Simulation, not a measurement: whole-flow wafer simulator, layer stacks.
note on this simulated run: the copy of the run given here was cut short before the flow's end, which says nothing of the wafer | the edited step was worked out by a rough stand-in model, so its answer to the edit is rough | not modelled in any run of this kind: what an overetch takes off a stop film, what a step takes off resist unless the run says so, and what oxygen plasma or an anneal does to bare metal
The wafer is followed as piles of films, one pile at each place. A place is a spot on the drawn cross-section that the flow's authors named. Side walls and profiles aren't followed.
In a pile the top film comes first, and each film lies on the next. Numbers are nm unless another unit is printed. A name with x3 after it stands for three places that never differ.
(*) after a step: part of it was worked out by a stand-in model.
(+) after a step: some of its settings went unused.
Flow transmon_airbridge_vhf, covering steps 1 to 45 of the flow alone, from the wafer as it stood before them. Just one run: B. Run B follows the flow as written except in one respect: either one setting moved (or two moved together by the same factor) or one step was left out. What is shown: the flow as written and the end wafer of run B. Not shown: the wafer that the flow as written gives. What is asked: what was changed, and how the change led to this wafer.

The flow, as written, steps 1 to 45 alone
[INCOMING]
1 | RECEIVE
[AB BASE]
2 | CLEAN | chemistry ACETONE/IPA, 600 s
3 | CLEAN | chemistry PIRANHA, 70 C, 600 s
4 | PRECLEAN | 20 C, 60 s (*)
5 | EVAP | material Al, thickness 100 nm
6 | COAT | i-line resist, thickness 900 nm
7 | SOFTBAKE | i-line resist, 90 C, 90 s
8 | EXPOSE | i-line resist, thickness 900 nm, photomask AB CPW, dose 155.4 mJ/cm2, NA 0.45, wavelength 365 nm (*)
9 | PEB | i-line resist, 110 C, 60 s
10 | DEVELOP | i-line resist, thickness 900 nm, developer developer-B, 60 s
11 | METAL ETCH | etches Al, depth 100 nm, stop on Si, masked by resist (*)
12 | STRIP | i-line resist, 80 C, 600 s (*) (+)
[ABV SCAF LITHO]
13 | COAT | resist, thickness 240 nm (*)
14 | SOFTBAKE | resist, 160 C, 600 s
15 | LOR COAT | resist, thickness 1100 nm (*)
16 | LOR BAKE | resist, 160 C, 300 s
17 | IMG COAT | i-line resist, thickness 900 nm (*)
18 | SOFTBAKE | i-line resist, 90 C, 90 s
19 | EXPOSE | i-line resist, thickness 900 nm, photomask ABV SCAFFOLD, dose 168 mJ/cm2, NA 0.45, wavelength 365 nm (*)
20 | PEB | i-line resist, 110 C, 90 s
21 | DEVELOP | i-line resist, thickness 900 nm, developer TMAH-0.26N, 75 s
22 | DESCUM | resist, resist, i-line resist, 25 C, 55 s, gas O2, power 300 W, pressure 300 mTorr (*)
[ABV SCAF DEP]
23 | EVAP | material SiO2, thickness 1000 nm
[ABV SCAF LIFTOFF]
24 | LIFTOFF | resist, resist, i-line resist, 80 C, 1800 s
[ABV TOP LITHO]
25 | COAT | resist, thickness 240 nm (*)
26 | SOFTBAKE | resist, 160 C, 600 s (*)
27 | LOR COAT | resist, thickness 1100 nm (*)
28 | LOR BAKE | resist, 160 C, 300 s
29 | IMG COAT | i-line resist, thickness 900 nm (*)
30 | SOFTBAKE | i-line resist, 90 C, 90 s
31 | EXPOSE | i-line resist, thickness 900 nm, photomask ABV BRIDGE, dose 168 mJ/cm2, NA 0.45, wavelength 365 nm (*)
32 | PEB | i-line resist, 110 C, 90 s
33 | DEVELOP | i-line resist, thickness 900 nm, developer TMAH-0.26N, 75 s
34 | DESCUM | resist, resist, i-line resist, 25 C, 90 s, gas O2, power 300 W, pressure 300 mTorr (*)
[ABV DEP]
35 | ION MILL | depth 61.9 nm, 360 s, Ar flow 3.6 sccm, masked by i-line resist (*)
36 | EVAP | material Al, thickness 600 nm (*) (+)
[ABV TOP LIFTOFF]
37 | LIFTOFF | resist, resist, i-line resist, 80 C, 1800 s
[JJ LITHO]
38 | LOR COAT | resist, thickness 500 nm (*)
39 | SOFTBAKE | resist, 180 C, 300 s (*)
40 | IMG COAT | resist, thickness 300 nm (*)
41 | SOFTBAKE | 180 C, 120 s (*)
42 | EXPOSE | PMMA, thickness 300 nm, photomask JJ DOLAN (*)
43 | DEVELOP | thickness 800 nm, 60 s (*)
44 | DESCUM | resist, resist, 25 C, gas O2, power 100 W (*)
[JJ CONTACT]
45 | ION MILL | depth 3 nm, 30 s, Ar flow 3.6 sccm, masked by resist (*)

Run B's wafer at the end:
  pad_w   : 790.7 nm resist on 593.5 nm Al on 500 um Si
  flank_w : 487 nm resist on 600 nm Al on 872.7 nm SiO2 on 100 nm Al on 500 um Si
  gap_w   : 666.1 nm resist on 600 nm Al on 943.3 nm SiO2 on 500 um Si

What caused this: step 35, ION MILL: 567 s was run, though the flow has 360 s.

Step by step, how the change led to this:
  35 | ION MILL | depth 61.9 nm, 360 s, Ar flow 3.6 sccm, masked by i-line resist (*)
      field x3, jj_line, ground_far, trace_open_s x2, margin_s, margin_n: i-line resist loses 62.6 (it would be, as written: i-line resist loses 39.7)
      flank_w, gap_w, cpw_trace, gap_e, flank_e, bridge_strip: SiO2 loses 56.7 (it would be, as written: SiO2 loses 36)
      (also at 2 further places)
  37 | LIFTOFF | resist, resist, i-line resist, 80 C, 1800 s
      field x3, jj_line, trace_open_s x2: Al loses 600 (all of it), i-line resist loses 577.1 (all of it), resist loses 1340 (all of it) (it would be, as written: Al loses 600 (all of it), i-line resist loses 600 (all of it), resist loses 1340 (all of it))
      margin_s, margin_n: Al loses 600 (all of it), i-line resist loses 295.4 (all of it), resist loses 992 (all of it) (it would be, as written: Al loses 600 (all of it), i-line resist loses 318.3 (all of it), resist loses 992 (all of it))
      (also at 1 further place)
